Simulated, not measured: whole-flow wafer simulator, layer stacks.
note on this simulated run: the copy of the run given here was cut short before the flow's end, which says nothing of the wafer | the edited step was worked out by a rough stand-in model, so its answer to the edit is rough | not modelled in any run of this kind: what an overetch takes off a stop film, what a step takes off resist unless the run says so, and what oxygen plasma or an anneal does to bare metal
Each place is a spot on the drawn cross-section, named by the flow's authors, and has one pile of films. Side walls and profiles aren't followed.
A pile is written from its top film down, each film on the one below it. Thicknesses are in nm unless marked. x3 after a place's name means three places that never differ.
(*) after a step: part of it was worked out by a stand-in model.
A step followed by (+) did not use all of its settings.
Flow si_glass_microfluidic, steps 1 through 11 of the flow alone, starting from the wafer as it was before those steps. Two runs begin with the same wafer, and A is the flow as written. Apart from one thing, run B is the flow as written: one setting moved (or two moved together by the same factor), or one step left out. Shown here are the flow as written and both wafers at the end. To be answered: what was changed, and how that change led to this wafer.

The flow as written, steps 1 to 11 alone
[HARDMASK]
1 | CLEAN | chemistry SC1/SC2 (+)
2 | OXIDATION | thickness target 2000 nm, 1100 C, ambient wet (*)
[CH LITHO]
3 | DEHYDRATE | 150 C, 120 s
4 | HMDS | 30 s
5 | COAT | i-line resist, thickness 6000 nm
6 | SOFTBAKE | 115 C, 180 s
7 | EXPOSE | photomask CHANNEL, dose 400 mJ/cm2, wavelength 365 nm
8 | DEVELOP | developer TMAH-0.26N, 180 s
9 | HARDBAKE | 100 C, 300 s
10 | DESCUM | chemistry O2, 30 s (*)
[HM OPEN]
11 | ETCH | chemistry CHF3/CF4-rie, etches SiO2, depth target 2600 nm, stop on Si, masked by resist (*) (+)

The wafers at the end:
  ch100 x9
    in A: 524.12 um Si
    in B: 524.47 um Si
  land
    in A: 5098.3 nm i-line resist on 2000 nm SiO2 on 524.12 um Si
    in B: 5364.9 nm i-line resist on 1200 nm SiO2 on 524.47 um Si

Cause: step 2, OXIDATION: thickness target 1200 nm was run, while the flow as written has thickness target 2000 nm.
The wafer itself shows it: land has SiO2 1200, and step 2 as written asks for 2000 nm.

The path from the change to this, step by step:
  2 | OXIDATION | thickness target 2000 nm, 1100 C, ambient wet (*)
      land, ch100 x9: A SiO2 gains 2000 (new film), chemical SiO2 loses 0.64 (all of it), Si loses 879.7 | B SiO2 gains 1200 (new film), chemical SiO2 loses 0.64 (all of it), Si loses 527.7
  11 | ETCH | chemistry CHF3/CF4-rie, etches SiO2, depth target 2600 nm, stop on Si, masked by resist (*) (+)
      ch100 x9: A SiO2 loses 2000 (all of it) | B SiO2 loses 1200 (all of it)
      land: A i-line resist loses 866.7 | B i-line resist loses 600
